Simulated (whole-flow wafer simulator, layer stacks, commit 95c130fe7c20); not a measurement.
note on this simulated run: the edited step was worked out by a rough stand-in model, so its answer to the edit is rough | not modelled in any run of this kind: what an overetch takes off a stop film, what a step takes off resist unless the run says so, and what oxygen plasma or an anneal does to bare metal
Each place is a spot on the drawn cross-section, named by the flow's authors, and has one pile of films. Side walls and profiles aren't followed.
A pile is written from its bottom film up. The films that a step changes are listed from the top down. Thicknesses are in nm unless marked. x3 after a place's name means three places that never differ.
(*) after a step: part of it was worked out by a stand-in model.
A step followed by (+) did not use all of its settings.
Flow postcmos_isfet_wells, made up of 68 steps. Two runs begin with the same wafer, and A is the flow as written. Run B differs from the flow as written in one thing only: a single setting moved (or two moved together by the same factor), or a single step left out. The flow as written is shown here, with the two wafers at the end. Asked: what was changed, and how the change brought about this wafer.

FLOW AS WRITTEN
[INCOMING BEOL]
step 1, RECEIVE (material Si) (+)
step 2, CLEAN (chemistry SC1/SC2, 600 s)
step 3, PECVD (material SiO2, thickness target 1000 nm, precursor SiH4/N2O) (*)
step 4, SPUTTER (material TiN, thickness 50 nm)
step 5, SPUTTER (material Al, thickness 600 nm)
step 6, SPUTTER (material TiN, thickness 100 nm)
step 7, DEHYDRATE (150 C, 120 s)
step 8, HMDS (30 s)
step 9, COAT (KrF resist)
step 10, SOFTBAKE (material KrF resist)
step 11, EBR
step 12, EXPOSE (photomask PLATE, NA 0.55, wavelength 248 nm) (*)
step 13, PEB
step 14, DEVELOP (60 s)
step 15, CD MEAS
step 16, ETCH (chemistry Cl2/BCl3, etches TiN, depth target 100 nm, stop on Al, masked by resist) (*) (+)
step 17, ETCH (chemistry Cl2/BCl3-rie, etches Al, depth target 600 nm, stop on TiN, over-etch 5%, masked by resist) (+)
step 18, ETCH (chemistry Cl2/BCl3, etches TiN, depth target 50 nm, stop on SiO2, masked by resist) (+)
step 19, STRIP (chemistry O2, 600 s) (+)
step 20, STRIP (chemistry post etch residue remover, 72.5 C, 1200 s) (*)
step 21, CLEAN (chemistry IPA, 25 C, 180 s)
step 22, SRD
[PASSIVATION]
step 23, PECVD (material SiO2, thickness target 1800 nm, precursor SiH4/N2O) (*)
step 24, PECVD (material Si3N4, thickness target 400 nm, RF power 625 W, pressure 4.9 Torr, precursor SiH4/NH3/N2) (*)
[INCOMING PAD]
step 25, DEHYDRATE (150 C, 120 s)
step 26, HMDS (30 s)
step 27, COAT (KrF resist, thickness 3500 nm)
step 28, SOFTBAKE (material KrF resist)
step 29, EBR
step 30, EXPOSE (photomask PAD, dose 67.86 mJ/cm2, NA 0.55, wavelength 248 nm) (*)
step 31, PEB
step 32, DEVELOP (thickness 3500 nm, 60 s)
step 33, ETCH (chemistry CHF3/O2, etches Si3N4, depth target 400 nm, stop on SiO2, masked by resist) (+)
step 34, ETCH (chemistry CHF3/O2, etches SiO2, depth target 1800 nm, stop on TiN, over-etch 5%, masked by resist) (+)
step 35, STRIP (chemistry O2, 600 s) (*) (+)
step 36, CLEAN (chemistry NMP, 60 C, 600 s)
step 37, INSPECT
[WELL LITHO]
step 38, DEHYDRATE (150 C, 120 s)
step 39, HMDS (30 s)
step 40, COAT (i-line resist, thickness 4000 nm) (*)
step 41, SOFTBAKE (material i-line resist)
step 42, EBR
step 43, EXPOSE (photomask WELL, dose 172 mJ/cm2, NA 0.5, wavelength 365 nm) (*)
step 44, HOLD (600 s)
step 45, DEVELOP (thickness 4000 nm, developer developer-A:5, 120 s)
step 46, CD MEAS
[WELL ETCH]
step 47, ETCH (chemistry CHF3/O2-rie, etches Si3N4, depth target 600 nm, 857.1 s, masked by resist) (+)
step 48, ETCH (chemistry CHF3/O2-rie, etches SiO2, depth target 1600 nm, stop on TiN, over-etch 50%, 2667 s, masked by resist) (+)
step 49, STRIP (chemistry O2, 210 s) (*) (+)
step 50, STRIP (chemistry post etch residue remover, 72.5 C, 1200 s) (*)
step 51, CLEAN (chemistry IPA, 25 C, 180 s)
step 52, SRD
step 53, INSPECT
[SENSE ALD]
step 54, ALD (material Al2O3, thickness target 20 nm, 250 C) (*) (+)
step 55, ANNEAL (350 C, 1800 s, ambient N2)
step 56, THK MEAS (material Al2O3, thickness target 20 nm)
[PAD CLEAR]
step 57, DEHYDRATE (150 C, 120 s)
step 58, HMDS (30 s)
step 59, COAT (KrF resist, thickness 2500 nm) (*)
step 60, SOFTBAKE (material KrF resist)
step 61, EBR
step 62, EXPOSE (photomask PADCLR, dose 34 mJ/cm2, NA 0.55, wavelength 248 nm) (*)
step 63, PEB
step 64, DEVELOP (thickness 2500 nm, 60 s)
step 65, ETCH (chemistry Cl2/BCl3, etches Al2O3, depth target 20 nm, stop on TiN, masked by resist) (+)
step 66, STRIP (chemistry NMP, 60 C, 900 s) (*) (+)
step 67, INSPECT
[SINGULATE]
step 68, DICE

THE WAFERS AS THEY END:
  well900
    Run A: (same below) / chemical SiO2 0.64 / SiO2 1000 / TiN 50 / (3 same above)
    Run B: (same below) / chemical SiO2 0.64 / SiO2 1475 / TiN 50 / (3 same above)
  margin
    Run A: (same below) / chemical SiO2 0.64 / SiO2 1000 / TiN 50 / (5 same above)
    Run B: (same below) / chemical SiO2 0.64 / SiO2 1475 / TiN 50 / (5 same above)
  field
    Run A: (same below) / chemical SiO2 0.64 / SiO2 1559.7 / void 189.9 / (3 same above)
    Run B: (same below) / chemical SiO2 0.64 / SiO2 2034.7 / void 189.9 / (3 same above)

The reason: step 3, PECVD: thickness target 1475 nm was run, whereas the flow has thickness target 1000 nm.
The wafer itself shows it: well900 has SiO2 1475, and step 3 as written asks for 1000 nm.

The path from the change to this, step by step:
  step 3, PECVD (material SiO2, thickness target 1000 nm, precursor SiH4/N2O) (*)
      field, margin, well900, well1300 x3, pad_rim, pad_clr, pad_open: A SiO2 gains 1000 (new film) | B SiO2 gains 1475 (new film)
